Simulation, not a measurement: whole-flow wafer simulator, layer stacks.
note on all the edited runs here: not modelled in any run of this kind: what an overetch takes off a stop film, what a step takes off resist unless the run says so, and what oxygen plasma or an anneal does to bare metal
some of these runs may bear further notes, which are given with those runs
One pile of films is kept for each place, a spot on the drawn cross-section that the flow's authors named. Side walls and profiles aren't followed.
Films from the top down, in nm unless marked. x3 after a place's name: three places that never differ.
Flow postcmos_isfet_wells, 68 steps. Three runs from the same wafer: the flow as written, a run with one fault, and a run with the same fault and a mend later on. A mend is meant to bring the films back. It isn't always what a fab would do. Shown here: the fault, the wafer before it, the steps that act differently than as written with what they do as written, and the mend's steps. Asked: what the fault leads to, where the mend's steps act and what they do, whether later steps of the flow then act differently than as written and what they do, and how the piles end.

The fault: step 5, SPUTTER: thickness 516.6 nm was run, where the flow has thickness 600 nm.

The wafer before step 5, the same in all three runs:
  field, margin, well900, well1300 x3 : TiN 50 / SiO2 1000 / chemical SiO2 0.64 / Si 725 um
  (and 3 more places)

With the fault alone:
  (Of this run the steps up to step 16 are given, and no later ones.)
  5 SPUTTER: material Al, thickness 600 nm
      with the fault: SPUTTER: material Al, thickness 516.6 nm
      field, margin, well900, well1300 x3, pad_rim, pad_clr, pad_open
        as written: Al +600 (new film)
        with the fault: Al +516.6 (new film)
  No later step of the flow up to step 16 acts differently than as written at any place that is followed.
  After step 16 the piles differ from the flow's by more than 2% or 0.5 nm, whichever is larger, at field, margin, well900, well1300 x3, pad_rim, pad_clr, pad_open.
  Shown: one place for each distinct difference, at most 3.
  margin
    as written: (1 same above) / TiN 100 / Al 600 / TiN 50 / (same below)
    with the fault: (1 same above) / TiN 100 / Al 516.6 / TiN 50 / (same below)
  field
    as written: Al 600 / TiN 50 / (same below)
    with the fault: Al 516.6 / TiN 50 / (same below)

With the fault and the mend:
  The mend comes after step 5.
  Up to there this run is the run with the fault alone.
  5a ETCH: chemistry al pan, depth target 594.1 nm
      field, margin, well900, well1300 x3, pad_rim, pad_clr, pad_open
        Al -516.6 (all of it)
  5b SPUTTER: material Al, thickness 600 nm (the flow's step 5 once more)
      field, margin, well900, well1300 x3, pad_rim, pad_clr, pad_open
        Al +600 (new film)
  No later step of the flow acts differently than as written at any place that is followed.
  At the end the piles are the same as the flow's at every place that both follow.
